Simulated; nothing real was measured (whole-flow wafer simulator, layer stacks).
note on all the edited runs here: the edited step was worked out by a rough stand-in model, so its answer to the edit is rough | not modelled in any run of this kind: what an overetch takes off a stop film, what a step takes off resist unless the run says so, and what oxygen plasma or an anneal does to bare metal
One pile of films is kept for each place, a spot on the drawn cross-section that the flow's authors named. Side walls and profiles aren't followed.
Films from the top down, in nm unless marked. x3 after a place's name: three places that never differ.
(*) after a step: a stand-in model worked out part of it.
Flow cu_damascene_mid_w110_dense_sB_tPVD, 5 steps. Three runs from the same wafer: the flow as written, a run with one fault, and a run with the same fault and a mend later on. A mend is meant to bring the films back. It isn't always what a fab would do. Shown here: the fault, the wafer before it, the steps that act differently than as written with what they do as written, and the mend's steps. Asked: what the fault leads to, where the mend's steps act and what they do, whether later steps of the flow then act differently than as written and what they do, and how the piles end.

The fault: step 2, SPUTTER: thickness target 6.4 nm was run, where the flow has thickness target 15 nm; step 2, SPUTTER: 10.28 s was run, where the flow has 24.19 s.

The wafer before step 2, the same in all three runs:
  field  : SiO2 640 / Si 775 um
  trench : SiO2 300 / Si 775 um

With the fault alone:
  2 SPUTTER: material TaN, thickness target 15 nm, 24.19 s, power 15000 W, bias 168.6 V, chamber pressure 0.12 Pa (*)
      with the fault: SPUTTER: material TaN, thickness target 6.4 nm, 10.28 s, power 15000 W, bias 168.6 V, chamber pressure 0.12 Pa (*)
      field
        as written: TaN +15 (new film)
        with the fault: TaN +6.4 (new film)
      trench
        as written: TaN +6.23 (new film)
        with the fault: TaN +2.66 (new film)
  No later step of the flow acts differently than as written, at any place that is followed, by more than 2% or 0.5 nm, whichever is larger.
  At the end the piles differ from the flow's by more than 2% or 0.5 nm, whichever is larger, at field, trench.
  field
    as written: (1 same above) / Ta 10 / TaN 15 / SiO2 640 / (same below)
    with the fault: (1 same above) / Ta 10 / TaN 6.4 / SiO2 640 / (same below)
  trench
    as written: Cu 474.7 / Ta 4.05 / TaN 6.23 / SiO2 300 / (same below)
    with the fault: Cu 469.6 / Ta 4.15 / TaN 2.66 / SiO2 300 / (same below)

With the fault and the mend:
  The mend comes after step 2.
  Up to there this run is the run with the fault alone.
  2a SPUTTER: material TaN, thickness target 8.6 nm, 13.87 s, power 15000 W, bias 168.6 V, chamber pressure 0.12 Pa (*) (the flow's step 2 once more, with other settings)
      field
        TaN +8.6
      trench
        TaN +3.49
  No later step of the flow acts differently than as written, at any place that is followed, by more than 2% or 0.5 nm, whichever is larger.
  At the end the piles differ from the flow's only slightly at the places that both follow, by at most 2% or 0.5 nm, whichever is larger.
